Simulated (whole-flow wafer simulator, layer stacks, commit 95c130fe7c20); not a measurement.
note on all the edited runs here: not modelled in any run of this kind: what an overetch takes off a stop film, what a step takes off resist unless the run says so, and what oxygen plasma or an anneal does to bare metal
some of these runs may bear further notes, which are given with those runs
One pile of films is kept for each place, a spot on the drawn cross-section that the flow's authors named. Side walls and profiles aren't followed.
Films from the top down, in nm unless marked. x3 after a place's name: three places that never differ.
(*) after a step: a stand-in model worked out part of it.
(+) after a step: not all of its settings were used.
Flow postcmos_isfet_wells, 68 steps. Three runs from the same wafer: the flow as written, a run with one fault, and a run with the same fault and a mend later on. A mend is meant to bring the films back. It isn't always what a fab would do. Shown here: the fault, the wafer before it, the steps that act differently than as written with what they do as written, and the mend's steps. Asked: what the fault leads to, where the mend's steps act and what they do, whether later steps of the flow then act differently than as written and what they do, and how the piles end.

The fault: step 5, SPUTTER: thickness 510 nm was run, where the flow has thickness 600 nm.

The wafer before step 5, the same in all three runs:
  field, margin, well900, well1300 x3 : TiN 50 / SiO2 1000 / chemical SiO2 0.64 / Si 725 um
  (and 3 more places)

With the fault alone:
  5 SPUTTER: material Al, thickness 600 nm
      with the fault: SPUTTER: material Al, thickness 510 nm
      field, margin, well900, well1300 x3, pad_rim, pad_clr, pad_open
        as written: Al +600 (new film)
        with the fault: Al +510 (new film)
  Later steps of the flow that act differently than as written:
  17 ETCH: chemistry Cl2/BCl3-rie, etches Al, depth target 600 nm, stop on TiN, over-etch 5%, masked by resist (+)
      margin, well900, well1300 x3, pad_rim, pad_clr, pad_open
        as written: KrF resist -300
        with the fault: KrF resist -267.8
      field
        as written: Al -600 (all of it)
        with the fault: Al -510 (all of it)
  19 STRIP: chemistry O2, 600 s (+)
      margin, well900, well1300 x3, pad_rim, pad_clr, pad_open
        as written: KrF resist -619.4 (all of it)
        with the fault: KrF resist -651.6 (all of it)
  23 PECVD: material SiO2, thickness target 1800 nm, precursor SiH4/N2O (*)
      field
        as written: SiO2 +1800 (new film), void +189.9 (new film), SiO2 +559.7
        with the fault: SiO2 +2459.6
  At the end the piles differ from the flow's by more than 2% or 0.5 nm, whichever is larger, at field, margin, well900, well1300 x3, pad_rim, pad_clr, pad_open.
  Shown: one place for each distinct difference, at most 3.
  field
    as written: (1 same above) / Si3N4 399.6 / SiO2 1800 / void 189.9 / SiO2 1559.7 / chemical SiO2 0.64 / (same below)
    with the fault: (1 same above) / Si3N4 399.6 / SiO2 3459.6 / chemical SiO2 0.64 / (same below)
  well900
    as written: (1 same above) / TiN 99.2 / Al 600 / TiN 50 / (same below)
    with the fault: (1 same above) / TiN 99.2 / Al 510 / TiN 50 / (same below)
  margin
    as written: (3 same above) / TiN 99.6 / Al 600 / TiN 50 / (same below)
    with the fault: (3 same above) / TiN 99.6 / Al 510 / TiN 50 / (same below)

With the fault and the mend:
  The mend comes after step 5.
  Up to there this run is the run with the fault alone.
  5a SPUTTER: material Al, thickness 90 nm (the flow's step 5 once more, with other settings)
      field, margin, well900, well1300 x3, pad_rim, pad_clr, pad_open
        Al +90
  No later step of the flow acts differently than as written at any place that is followed.
  At the end the piles are the same as the flow's at every place that both follow.
